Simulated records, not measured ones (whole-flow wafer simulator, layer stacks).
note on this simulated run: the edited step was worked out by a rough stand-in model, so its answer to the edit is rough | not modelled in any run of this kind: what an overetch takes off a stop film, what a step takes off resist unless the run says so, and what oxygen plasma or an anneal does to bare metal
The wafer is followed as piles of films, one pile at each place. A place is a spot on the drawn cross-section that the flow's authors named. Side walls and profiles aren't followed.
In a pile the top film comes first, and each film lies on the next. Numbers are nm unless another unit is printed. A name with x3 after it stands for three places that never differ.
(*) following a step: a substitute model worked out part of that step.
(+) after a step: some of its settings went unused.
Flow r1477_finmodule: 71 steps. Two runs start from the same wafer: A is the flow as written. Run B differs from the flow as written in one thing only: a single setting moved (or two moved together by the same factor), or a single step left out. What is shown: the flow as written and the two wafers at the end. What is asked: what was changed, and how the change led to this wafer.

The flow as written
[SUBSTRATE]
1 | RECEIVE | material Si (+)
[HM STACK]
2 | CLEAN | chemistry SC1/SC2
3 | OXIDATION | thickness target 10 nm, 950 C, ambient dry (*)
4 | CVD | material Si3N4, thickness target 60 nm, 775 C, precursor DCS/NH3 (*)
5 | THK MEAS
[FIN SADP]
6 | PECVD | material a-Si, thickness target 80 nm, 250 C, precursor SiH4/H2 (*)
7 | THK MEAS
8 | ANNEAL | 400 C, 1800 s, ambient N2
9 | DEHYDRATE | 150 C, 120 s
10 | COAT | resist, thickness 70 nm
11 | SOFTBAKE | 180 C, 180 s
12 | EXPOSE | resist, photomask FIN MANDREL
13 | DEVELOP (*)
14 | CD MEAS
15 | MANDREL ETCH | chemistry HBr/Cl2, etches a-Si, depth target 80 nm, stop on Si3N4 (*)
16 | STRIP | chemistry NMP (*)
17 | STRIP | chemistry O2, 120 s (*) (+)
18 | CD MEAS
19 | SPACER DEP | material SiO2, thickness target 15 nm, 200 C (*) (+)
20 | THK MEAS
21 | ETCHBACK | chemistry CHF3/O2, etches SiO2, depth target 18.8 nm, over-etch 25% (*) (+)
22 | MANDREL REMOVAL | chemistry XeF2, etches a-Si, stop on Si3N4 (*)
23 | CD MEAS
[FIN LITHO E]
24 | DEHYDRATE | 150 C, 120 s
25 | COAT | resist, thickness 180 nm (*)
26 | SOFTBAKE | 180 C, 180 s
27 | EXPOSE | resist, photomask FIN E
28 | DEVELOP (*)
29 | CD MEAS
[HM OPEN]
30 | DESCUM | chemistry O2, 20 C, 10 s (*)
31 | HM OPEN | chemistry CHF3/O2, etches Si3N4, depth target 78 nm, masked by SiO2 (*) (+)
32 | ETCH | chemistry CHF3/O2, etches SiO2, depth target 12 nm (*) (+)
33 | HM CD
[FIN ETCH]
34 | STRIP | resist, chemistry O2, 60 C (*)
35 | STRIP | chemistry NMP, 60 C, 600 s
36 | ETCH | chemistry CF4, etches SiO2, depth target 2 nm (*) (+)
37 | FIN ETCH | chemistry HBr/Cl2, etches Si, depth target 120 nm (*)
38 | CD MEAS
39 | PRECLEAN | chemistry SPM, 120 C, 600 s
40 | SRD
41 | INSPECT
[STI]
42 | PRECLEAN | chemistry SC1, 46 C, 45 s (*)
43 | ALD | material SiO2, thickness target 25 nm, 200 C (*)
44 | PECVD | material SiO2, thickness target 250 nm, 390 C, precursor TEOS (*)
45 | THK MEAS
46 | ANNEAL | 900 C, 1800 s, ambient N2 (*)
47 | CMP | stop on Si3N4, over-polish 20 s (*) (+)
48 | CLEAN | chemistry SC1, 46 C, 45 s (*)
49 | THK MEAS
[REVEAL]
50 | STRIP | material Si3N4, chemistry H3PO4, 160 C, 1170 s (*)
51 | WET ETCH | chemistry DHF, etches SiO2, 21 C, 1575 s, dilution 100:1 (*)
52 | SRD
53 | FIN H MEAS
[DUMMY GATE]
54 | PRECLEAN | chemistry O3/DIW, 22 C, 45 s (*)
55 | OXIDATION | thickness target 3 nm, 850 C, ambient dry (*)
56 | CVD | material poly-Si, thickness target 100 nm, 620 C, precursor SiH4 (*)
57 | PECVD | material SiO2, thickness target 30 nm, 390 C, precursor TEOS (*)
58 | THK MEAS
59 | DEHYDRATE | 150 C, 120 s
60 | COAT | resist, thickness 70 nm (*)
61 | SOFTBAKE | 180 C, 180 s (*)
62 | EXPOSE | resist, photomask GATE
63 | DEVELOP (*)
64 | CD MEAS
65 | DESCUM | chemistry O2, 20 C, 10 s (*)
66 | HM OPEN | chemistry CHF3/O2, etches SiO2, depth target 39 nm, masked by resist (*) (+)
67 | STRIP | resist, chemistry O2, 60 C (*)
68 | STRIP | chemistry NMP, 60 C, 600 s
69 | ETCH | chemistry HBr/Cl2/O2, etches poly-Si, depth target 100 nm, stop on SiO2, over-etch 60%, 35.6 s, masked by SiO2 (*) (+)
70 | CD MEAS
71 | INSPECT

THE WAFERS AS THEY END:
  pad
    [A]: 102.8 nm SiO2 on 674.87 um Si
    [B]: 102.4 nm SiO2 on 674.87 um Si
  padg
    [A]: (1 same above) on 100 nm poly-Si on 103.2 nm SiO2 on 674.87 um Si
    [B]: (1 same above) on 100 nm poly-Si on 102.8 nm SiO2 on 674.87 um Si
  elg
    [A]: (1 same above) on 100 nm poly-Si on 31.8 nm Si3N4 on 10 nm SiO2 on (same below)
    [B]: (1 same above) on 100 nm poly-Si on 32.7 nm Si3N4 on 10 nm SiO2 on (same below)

What caused this: step 36, ETCH: depth target 1.156 nm was run, while the flow as written has depth target 2 nm.

The path from the change to this, step by step:
  36 | ETCH | chemistry CF4, etches SiO2, depth target 2 nm (*) (+)
      elg, e40lg, e100lg, e200lg, elo, e40lo, e100lo, e200lo: A -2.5 Si3N4 | B -1.45 Si3N4
      s40sg_line, s45sg_line, s50sg_line, s40so_line, s45so_line, s50so_line: A -2 SiO2 | B -1.16 SiO2
  51 | WET ETCH | chemistry DHF, etches SiO2, 21 C, 1575 s, dilution 100:1 (*)
      elg, e40lg, e100lg, e200lg, elo, e40lo, e100lo, e200lo: A -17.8 SiO2 (all of it), -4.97 Si3N4 | B -16.8 SiO2 (all of it), -5.06 Si3N4
